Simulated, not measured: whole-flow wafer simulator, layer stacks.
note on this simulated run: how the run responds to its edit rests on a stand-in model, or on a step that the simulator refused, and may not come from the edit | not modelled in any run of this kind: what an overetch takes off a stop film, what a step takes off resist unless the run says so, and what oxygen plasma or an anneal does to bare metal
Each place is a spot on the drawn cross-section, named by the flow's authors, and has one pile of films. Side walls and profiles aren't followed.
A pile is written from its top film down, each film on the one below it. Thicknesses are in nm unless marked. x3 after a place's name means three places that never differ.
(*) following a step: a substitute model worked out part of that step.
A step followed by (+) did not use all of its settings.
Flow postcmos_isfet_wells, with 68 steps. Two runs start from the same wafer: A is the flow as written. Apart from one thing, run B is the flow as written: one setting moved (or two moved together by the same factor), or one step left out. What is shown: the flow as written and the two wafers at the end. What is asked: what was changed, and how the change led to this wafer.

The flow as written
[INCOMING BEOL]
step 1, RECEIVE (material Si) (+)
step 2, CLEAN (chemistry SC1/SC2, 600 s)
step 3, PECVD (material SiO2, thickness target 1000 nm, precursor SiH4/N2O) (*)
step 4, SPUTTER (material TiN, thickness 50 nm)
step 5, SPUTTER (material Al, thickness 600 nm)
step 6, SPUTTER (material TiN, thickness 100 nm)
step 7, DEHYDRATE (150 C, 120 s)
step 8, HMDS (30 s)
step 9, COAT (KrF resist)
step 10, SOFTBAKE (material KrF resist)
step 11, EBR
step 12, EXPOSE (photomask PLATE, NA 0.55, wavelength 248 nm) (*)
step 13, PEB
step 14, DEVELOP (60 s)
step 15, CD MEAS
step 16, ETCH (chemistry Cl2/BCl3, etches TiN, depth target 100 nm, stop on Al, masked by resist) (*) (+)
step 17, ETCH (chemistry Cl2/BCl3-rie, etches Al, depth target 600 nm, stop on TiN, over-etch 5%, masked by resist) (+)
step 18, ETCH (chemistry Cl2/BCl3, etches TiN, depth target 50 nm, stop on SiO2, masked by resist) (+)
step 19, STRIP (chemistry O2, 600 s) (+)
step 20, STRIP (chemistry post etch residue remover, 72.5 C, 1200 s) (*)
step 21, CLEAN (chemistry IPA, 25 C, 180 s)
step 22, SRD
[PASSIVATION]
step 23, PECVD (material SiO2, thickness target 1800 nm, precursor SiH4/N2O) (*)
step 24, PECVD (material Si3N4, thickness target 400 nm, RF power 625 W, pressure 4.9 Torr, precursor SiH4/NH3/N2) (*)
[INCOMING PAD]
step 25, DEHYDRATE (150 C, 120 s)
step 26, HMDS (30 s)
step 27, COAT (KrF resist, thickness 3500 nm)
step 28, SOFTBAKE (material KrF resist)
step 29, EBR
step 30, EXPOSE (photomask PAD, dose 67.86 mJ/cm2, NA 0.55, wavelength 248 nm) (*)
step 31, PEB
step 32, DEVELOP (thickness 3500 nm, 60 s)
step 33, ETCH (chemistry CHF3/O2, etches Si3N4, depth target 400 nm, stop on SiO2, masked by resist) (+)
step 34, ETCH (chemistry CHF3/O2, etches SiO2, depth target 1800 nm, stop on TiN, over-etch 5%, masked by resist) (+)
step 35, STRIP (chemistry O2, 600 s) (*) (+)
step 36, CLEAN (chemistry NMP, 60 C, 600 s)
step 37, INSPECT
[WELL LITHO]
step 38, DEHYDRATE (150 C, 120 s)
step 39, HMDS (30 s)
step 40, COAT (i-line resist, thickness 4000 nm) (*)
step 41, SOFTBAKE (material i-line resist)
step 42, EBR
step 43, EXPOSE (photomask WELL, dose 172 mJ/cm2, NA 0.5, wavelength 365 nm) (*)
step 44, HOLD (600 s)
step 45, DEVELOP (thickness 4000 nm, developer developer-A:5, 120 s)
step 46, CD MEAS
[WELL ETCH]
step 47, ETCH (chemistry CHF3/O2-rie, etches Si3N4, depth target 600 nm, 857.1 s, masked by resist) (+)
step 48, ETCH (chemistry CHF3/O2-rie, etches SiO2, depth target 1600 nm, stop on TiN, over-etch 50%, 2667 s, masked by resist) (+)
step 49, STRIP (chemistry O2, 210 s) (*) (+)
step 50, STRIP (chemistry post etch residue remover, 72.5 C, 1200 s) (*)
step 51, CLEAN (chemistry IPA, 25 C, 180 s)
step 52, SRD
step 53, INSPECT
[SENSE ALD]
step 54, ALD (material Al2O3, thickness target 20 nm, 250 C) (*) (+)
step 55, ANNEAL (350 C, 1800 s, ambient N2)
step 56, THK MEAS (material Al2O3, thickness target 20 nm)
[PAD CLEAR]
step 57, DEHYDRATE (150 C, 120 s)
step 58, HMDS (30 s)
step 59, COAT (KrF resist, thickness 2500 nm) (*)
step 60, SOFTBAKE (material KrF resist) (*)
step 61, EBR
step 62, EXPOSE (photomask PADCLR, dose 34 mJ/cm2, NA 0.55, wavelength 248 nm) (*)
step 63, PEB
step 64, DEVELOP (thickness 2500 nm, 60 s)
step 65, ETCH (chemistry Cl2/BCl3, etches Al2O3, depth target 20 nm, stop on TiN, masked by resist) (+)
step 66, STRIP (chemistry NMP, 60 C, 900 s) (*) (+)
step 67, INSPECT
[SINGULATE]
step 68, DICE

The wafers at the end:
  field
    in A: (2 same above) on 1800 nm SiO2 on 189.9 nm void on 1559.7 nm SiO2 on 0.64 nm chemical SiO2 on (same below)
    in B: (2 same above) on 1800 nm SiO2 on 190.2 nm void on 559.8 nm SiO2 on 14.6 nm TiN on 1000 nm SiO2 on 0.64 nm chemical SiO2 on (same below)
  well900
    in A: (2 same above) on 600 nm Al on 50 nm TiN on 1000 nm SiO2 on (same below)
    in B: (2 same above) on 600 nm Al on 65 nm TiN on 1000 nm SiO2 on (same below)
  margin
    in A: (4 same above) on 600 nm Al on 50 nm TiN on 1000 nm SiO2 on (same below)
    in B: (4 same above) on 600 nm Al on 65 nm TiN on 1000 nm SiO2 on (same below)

Cause: step 4, SPUTTER: thickness 65 nm was run, though the flow has thickness 50 nm.
The wafer itself shows it: well900 has TiN 65, and step 4 as written asks for 50 nm.

How this came from the change, step by step:
  step 4, SPUTTER (material TiN, thickness 50 nm)
      field, margin, well900 and 6 more: A +50 TiN (new film) | B +65 TiN (new film)
  step 18, ETCH (chemistry Cl2/BCl3, etches TiN, depth target 50 nm, stop on SiO2, masked by resist) (+)
      field: A -50 TiN (all of it) | B -50 TiN
  step 23, PECVD (material SiO2, thickness target 1800 nm, precursor SiH4/N2O) (*)
      field: A +1800 SiO2 (new film), +189.9 void (new film), +559.7 SiO2 | B +1800 SiO2 (new film), +190.2 void (new film), +559.8 SiO2 (new film)
Taking metal films that touch as one body, field has 1 body; the flow as written gives 0 bodies.
